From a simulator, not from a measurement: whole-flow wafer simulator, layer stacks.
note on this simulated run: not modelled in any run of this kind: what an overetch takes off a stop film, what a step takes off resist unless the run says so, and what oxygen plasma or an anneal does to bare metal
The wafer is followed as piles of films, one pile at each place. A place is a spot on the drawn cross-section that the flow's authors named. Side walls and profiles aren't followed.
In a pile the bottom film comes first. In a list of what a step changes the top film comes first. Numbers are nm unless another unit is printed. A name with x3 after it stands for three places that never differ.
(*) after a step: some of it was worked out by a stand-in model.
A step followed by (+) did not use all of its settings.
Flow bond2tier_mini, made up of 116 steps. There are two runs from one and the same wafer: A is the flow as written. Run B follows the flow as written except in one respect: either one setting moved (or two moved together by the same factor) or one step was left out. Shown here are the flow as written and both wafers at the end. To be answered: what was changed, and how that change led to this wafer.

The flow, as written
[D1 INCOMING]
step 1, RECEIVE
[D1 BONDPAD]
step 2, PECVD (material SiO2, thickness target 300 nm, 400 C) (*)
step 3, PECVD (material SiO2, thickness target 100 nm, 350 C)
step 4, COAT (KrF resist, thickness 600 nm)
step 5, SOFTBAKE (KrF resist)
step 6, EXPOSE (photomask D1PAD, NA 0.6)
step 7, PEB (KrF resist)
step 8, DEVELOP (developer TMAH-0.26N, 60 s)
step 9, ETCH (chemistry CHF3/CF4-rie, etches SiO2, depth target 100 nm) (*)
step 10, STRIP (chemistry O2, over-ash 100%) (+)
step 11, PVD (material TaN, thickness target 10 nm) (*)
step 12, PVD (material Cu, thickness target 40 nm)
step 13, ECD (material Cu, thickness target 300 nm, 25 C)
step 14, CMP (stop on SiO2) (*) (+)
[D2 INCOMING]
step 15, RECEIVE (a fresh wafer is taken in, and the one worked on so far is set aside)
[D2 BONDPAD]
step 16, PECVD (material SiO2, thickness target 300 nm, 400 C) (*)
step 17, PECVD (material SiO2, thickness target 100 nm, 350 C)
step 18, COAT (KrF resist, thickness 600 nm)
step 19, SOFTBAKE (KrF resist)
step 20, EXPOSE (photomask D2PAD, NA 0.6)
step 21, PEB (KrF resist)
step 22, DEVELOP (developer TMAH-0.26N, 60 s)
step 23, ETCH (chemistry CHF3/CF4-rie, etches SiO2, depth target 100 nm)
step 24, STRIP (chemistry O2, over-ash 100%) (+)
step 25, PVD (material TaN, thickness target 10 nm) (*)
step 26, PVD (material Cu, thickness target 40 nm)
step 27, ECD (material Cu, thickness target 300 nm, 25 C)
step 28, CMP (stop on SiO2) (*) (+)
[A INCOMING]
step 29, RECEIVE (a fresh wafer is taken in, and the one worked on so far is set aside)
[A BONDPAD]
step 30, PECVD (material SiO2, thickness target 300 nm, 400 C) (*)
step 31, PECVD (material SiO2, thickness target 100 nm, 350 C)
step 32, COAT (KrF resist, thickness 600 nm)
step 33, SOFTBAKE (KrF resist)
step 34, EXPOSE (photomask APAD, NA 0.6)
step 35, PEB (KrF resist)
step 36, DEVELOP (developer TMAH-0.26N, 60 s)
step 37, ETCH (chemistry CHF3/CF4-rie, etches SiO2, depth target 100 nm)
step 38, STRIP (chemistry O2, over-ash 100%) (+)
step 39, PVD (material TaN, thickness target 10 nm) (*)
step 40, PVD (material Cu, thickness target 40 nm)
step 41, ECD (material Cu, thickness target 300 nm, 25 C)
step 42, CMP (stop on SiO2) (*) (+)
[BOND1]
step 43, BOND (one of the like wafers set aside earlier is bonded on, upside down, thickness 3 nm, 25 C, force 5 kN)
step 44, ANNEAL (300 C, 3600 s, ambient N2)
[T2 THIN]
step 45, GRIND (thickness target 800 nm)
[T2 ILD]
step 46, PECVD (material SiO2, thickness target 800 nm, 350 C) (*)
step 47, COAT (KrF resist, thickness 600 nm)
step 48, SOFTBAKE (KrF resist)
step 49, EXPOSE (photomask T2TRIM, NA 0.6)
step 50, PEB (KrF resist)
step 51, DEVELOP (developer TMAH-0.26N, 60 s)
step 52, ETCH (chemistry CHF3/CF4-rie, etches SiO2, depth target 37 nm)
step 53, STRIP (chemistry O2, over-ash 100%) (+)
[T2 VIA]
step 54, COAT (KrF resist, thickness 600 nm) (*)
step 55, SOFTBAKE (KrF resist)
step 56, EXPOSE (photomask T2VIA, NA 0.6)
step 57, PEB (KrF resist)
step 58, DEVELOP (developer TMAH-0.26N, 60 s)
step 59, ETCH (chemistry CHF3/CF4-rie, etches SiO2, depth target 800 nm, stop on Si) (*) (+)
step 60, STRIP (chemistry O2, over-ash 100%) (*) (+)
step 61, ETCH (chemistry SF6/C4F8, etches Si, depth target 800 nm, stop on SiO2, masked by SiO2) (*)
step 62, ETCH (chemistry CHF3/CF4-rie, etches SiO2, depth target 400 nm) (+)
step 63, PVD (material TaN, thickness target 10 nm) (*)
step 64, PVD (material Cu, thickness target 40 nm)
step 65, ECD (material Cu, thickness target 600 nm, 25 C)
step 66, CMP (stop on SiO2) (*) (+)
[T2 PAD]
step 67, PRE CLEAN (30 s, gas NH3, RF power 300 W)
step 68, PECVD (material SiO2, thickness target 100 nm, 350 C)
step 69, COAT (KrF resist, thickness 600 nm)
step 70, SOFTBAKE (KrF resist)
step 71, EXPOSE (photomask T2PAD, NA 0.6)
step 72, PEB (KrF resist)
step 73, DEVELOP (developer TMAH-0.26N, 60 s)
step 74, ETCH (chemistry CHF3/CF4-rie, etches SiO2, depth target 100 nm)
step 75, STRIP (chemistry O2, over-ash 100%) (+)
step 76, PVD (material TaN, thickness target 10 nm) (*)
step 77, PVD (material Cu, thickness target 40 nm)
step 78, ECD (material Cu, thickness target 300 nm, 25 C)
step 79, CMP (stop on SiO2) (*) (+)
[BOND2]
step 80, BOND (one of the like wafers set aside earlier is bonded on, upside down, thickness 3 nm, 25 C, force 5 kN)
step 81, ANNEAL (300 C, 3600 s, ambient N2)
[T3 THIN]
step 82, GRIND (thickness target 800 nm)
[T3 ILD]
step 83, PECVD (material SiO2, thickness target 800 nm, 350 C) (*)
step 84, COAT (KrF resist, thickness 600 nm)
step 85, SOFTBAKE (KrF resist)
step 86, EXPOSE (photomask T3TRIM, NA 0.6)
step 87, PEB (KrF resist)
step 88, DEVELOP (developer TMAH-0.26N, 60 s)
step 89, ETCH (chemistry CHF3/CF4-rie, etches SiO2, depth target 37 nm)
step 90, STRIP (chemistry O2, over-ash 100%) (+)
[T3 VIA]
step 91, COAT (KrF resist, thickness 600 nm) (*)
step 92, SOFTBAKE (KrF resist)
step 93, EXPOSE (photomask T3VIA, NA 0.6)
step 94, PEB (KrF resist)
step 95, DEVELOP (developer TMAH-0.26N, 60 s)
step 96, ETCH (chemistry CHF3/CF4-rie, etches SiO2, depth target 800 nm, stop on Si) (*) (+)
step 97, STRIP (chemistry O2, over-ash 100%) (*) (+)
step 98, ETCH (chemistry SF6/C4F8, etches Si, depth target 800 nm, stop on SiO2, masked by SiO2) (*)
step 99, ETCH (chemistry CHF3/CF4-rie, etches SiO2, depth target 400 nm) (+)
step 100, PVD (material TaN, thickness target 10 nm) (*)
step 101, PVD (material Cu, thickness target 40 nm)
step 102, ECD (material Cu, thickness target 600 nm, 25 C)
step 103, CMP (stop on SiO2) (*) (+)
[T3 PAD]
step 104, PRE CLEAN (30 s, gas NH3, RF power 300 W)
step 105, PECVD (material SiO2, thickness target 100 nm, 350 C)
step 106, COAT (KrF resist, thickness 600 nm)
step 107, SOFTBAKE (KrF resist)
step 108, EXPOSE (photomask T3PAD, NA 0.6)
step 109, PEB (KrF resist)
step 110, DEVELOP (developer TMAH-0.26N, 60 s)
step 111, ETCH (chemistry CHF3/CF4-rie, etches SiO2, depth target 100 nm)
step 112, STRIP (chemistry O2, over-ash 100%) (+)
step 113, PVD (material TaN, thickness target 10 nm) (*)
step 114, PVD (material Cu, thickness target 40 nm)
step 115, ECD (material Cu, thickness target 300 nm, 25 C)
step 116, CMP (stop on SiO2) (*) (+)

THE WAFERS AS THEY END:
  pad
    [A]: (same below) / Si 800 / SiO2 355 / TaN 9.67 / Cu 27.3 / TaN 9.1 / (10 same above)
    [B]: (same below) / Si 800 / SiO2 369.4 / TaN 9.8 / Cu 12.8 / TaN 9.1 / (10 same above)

What caused this: step 52, ETCH: depth target 22.6 nm was run, whereas the flow has depth target 37 nm.

How this came from the change, step by step:
  step 52, ETCH (chemistry CHF3/CF4-rie, etches SiO2, depth target 37 nm)
      pad, via: A SiO2 loses 37 | B SiO2 loses 22.6
      field: A KrF resist loses 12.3 | B KrF resist loses 7.53
  step 65, ECD (material Cu, thickness target 600 nm, 25 C)
      pad: A Cu gains 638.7 | B Cu gains 623.6
